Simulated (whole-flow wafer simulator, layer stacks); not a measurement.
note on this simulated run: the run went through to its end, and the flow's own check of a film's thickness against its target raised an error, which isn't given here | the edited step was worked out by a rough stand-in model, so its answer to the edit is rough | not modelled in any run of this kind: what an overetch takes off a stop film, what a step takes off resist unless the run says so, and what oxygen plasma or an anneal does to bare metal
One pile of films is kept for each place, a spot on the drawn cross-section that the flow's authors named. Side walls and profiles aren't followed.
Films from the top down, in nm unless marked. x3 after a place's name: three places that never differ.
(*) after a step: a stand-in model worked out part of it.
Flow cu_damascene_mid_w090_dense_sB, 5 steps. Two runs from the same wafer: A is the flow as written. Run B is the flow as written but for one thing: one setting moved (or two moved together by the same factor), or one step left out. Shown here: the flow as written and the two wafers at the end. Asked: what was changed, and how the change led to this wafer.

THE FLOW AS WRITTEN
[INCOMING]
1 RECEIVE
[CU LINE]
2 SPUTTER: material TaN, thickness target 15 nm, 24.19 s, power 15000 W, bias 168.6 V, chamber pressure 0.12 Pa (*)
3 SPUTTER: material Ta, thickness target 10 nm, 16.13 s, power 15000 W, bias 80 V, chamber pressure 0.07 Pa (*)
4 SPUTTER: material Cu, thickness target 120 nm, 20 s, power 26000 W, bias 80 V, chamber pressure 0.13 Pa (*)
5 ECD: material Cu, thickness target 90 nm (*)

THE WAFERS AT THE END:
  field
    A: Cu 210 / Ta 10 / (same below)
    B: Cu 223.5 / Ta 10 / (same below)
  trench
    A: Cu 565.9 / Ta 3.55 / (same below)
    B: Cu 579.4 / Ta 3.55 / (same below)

The cause: step 5, ECD: thickness target 103.5 nm was run, where the flow has thickness target 90 nm.

How the change led to this, step by step:
  5 ECD: material Cu, thickness target 90 nm (*)
      field: A Cu +90 | B Cu +103.5
      trench: A Cu +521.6 | B Cu +535.1
